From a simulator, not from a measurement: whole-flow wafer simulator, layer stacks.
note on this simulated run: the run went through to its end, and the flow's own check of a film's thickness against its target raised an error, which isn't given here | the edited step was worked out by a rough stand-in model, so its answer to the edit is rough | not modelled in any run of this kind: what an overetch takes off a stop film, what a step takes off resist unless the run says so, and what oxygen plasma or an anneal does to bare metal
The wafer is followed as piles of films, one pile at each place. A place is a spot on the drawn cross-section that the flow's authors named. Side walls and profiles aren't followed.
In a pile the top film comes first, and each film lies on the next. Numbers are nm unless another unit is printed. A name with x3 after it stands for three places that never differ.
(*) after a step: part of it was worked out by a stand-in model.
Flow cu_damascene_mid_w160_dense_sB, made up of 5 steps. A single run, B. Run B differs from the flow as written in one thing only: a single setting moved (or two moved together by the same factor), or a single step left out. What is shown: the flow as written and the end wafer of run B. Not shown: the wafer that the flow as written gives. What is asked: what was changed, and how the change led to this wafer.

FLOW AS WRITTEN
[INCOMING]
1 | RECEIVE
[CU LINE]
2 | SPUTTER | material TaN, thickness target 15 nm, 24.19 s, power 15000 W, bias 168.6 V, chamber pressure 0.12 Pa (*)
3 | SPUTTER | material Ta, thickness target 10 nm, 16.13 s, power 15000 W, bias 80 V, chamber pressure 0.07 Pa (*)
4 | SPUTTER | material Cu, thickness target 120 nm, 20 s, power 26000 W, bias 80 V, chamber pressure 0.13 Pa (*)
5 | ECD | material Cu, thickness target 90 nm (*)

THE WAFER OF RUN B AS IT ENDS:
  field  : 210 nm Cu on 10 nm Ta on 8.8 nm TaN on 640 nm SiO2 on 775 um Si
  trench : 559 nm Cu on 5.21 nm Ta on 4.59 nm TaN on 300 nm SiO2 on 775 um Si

Cause: step 2, SPUTTER: thickness target 8.8 nm was run, while the flow as written has thickness target 15 nm; step 2, SPUTTER: 14.15 s was run, where the flow has 24.19 s.
The wafer itself shows it: field has TaN 8.8, and step 2 as written asks for 15 nm.

The path from the change to this, step by step:
  2 | SPUTTER | material TaN, thickness target 15 nm, 24.19 s, power 15000 W, bias 168.6 V, chamber pressure 0.12 Pa (*)
      field: +8.8 TaN (new film) (it would be, as written: +15 TaN (new film))
      trench: +4.59 TaN (new film) (it would be, as written: +7.82 TaN (new film))
